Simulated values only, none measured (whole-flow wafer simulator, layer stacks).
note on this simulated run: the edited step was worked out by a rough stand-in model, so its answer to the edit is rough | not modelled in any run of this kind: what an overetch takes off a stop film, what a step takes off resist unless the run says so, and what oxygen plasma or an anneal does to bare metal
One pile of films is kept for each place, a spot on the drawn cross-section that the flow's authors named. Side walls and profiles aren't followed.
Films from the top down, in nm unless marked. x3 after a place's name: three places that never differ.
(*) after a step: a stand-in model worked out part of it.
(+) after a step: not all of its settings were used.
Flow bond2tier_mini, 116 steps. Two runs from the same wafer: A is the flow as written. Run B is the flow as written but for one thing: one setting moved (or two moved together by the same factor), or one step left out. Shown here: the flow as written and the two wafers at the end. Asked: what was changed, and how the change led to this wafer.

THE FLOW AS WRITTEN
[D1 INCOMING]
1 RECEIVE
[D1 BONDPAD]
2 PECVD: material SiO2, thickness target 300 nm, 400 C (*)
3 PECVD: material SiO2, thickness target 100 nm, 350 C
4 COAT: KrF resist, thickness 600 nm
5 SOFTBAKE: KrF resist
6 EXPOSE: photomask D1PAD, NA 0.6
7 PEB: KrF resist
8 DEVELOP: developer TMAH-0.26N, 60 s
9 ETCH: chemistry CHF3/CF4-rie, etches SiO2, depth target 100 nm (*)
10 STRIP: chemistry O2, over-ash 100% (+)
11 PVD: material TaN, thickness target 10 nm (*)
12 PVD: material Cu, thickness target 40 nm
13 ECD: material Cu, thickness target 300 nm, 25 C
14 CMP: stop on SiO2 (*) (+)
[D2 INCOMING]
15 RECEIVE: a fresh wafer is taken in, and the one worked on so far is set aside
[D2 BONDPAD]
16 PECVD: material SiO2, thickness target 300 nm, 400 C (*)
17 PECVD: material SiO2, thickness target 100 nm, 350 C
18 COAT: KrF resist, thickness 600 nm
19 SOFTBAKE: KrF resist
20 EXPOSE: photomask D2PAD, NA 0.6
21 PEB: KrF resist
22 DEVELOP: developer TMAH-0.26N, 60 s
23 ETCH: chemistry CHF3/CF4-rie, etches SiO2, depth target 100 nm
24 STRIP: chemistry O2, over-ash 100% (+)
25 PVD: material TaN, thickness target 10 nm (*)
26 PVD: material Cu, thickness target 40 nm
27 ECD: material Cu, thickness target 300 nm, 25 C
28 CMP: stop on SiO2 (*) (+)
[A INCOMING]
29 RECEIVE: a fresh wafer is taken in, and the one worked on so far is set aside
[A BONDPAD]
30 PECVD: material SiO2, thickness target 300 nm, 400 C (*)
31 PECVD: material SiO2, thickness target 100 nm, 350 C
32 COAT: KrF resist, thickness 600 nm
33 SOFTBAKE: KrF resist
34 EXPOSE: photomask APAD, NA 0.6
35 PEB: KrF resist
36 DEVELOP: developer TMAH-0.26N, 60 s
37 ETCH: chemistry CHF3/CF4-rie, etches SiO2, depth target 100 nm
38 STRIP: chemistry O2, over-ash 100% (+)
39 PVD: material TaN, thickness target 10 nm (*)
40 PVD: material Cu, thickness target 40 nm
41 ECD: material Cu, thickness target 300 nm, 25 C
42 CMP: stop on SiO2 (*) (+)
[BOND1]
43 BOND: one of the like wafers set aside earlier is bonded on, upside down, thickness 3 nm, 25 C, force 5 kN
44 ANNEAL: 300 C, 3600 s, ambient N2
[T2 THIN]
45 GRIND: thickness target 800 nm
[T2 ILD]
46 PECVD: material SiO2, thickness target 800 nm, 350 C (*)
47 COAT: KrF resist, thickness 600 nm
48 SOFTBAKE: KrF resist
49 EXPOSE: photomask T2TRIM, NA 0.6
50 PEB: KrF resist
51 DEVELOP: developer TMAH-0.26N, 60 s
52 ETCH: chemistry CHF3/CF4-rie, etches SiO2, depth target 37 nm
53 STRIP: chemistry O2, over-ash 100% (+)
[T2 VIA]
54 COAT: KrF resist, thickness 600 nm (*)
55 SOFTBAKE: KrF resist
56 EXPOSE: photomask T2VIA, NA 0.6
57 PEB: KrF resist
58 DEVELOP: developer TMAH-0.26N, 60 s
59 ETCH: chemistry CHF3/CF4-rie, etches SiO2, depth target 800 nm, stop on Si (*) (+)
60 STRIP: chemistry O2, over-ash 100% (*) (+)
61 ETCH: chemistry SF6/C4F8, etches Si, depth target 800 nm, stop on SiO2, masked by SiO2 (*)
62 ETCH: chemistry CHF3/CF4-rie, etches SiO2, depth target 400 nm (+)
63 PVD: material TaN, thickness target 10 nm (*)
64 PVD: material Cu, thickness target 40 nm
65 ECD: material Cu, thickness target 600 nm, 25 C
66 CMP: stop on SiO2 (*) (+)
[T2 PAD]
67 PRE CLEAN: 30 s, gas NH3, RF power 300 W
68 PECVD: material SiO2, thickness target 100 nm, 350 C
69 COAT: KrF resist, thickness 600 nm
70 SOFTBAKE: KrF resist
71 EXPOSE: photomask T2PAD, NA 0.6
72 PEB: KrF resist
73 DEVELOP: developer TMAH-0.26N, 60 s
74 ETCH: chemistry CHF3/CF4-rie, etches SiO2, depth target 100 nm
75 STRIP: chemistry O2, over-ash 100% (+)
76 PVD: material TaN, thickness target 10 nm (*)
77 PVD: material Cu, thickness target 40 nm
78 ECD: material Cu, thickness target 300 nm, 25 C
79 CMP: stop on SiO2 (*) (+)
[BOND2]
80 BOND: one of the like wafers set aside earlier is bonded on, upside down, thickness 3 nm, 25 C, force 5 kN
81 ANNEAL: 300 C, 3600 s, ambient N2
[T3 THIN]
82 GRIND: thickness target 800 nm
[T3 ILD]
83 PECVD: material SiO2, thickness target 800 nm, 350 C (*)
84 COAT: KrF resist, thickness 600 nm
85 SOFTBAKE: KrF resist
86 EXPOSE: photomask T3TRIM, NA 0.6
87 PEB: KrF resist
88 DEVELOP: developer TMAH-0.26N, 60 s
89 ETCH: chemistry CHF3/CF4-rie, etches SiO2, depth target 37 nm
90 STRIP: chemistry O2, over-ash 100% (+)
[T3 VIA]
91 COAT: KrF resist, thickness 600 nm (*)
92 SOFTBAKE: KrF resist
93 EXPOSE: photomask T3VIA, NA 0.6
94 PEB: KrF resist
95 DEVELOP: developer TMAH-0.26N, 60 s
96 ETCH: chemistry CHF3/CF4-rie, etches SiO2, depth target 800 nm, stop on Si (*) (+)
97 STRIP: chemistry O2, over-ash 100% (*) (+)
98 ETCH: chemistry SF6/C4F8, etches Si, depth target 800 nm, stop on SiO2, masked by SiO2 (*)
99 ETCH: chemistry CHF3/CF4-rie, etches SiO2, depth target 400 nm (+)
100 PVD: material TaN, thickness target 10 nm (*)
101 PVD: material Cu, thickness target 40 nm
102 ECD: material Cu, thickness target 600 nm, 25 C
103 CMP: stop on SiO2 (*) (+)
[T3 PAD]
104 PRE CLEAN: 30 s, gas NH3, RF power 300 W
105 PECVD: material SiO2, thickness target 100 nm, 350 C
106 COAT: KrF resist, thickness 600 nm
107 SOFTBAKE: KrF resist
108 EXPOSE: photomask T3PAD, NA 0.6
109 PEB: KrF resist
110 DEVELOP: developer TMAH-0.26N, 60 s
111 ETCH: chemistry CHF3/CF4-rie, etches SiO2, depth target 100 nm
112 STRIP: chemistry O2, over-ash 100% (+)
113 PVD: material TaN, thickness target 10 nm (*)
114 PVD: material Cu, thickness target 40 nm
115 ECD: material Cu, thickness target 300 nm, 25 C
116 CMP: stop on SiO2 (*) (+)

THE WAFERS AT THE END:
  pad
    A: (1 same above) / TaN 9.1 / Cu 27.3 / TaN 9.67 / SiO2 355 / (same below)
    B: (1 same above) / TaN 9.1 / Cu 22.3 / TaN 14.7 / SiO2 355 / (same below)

The cause: step 100, PVD: thickness target 15.2 nm was run, where the flow has thickness target 10 nm.

How the change led to this, step by step:
  100 PVD: material TaN, thickness target 10 nm (*)
      field: A TaN +10 (new film) | B TaN +15.2 (new film)
      pad: A TaN +9.67 (new film) | B TaN +14.7 (new film)
  103 CMP: stop on SiO2 (*) (+)
      field: A Cu -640 (all of it), TaN -10 (all of it) | B Cu -640 (all of it), TaN -15.2 (all of it)
